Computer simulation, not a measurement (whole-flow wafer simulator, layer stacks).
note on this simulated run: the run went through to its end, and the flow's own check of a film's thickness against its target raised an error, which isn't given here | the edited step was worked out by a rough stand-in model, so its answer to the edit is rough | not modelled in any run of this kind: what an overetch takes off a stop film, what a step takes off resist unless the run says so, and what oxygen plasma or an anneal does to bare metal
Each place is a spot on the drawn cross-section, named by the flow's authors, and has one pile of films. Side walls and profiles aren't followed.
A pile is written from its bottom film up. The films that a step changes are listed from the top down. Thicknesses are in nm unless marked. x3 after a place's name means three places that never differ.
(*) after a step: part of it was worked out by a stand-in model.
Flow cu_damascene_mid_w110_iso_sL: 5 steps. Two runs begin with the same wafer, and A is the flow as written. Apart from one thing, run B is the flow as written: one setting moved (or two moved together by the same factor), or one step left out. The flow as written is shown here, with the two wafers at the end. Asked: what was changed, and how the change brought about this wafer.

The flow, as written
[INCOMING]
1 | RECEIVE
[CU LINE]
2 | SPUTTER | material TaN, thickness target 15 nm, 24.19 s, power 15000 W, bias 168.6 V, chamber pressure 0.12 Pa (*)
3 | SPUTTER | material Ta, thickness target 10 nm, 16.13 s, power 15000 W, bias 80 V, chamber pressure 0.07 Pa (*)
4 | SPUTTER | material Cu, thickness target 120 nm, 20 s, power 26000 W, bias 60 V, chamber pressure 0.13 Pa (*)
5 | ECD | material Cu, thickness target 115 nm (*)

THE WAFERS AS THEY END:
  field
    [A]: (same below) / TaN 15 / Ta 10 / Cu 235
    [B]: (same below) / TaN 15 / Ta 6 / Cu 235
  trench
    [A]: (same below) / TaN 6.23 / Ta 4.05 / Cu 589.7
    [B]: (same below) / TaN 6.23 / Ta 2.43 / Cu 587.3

What caused this: step 3, SPUTTER: thickness target 6 nm was run, whereas the flow has thickness target 10 nm.
One can read it off the wafer: field has Ta 6, and step 3 as written asks for 10 nm.

The path from the change to this, step by step:
  3 | SPUTTER | material Ta, thickness target 10 nm, 16.13 s, power 15000 W, bias 80 V, chamber pressure 0.07 Pa (*)
      field: A +10 Ta (new film) | B +6 Ta (new film)
      trench: A +4.05 Ta (new film) | B +2.43 Ta (new film)
